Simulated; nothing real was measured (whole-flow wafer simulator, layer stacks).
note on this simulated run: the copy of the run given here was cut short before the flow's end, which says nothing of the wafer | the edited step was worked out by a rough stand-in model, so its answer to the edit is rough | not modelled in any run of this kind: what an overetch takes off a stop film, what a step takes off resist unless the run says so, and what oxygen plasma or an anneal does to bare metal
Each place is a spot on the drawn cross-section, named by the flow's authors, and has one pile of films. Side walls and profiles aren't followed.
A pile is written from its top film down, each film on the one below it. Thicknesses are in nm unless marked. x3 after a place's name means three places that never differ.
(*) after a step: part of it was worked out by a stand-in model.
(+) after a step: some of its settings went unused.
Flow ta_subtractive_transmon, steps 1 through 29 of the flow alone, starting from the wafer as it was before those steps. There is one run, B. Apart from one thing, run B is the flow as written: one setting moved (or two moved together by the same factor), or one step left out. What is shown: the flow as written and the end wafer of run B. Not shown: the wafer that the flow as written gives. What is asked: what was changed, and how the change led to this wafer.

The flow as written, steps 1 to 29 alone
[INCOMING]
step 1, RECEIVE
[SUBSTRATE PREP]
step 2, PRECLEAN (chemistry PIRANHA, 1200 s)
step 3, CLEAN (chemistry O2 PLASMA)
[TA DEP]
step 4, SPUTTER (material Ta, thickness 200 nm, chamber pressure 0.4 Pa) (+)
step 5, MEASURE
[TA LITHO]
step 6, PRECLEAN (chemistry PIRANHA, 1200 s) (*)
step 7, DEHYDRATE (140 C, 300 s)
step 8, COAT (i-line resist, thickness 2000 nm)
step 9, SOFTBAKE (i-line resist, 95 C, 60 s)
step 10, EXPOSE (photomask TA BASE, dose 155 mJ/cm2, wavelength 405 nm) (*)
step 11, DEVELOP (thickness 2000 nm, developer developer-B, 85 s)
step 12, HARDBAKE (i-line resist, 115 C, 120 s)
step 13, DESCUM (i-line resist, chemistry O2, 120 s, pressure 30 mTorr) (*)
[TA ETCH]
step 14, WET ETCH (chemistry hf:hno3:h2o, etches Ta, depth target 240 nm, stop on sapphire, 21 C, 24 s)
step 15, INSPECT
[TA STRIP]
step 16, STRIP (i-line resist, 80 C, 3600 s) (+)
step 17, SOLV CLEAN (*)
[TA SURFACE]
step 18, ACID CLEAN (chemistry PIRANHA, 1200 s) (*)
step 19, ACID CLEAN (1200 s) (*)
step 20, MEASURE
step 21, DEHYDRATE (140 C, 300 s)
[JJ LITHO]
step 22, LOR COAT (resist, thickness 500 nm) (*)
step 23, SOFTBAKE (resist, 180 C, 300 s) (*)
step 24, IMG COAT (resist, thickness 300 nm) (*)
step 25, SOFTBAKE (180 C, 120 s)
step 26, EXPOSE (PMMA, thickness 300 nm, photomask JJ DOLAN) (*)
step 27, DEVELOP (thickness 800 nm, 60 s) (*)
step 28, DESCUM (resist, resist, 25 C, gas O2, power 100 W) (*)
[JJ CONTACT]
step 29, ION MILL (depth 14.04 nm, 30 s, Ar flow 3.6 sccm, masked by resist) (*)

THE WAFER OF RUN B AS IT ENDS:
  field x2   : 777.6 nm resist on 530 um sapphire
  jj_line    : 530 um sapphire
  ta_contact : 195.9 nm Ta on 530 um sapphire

The reason: step 29, ION MILL: depth 5.755 nm was run, while the flow as written has depth 14.04 nm; step 29, ION MILL: 12.3 s was run, where the flow has 30 s.

Step by step, how the change led to this:
  step 29, ION MILL (depth 14.04 nm, 30 s, Ar flow 3.6 sccm, masked by resist) (*)
      field x2, ta_pad: resist loses 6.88 (in the flow as written it would be: resist loses 16.8)
      jj_line, lead: sapphire loses 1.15 (in the flow as written it would be: sapphire loses 2.8)
      (also at 1 further place)
